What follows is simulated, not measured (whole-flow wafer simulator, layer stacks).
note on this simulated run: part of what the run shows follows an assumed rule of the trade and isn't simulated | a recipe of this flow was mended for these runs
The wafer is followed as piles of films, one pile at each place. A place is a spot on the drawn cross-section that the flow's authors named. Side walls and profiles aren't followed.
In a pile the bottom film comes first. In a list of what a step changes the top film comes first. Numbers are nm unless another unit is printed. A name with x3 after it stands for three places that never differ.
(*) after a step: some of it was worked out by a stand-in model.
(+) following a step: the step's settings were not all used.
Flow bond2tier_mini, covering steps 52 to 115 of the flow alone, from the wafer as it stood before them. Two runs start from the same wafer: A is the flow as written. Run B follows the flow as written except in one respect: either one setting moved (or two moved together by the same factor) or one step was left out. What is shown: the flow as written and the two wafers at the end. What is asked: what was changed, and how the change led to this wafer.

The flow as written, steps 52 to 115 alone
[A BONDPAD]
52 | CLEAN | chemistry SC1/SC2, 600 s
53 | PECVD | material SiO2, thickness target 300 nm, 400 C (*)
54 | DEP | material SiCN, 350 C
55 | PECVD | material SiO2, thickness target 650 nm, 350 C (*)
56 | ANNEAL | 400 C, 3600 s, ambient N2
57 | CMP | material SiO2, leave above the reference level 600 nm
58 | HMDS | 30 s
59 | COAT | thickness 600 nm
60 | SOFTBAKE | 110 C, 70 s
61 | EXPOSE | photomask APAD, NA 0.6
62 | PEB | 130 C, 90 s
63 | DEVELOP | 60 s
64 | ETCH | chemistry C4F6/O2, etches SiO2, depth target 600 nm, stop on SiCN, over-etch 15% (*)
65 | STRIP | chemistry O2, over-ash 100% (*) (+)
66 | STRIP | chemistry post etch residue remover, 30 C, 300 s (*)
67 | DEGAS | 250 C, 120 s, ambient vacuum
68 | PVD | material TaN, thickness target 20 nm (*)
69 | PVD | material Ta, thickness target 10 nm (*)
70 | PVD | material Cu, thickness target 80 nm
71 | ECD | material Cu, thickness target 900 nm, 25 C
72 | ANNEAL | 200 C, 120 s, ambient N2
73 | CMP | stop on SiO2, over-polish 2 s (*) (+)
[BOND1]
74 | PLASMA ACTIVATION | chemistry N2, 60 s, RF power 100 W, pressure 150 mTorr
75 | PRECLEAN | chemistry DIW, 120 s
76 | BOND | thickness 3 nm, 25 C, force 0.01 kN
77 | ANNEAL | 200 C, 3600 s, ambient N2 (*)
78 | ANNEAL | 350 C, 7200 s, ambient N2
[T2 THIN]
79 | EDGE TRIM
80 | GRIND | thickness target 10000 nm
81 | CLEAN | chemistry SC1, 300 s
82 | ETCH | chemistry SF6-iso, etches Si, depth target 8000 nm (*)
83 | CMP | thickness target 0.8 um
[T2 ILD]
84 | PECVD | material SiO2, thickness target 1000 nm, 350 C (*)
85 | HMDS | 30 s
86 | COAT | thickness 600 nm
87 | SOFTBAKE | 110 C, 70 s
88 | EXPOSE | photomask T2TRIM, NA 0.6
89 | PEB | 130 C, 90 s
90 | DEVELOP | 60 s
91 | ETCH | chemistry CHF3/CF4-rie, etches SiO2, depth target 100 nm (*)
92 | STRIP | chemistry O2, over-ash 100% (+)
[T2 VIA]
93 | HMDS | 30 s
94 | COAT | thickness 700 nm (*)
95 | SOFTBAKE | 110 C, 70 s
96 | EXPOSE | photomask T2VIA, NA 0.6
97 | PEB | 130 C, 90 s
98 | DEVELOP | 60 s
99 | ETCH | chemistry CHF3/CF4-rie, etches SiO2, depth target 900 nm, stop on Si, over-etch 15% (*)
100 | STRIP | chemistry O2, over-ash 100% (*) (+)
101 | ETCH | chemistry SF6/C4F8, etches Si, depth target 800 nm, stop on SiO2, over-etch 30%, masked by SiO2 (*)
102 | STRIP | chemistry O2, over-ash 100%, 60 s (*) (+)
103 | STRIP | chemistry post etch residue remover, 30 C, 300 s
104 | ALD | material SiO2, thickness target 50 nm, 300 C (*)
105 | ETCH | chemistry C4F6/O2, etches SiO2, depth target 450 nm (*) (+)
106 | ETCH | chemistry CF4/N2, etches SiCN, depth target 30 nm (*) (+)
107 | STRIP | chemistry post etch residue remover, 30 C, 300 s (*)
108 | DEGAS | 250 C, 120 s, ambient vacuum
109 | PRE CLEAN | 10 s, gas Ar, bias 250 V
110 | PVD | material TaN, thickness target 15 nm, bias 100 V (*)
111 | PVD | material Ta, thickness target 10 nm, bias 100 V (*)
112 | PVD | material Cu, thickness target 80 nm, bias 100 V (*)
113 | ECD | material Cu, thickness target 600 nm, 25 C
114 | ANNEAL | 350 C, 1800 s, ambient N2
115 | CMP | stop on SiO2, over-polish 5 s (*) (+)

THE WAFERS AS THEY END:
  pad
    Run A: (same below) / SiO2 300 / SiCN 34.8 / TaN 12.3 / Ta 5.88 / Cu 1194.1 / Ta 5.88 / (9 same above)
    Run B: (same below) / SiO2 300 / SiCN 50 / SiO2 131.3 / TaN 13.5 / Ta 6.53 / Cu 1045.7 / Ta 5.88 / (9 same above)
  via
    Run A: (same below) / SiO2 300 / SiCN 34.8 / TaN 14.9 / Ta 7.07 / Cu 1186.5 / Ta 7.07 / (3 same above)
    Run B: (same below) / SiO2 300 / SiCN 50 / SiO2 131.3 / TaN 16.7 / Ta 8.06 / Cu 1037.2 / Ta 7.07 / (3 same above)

What caused this: step 64, ETCH: depth target 407.6 nm was run, though the flow has depth target 600 nm.

Step by step, how the change led to this:
  64 | ETCH | chemistry C4F6/O2, etches SiO2, depth target 600 nm, stop on SiCN, over-etch 15% (*)
      pad, via: A SiO2 loses 600 (all of it), SiCN loses 15.2 | B SiO2 loses 468.7
      field: A thick-KrF-resist loses 115 | B thick-KrF-resist loses 78.1
  65 | STRIP | chemistry O2, over-ash 100% (*) (+)
      field: A thick-KrF-resist loses 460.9 (all of it) | B thick-KrF-resist loses 497.8 (all of it)
  68 | PVD | material TaN, thickness target 20 nm (*)
      pad: A TaN gains 12.3 (new film) | B TaN gains 13.5 (new film)
      via: A TaN gains 14.9 (new film) | B TaN gains 16.7 (new film)
  69 | PVD | material Ta, thickness target 10 nm (*)
      pad: A Ta gains 5.88 (new film) | B Ta gains 6.53 (new film)
      via: A Ta gains 7.07 (new film) | B Ta gains 8.06 (new film)
  70 | PVD | material Cu, thickness target 80 nm
      pad: A Cu gains 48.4 (new film) | B Cu gains 53.4 (new film)
      via: A Cu gains 59 (new film) | B Cu gains 66.4 (new film)
  71 | ECD | material Cu, thickness target 900 nm, 25 C
      pad: A Cu gains 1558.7 | B Cu gains 1405.3
      via: A Cu gains 1544.3 | B Cu gains 1387.6
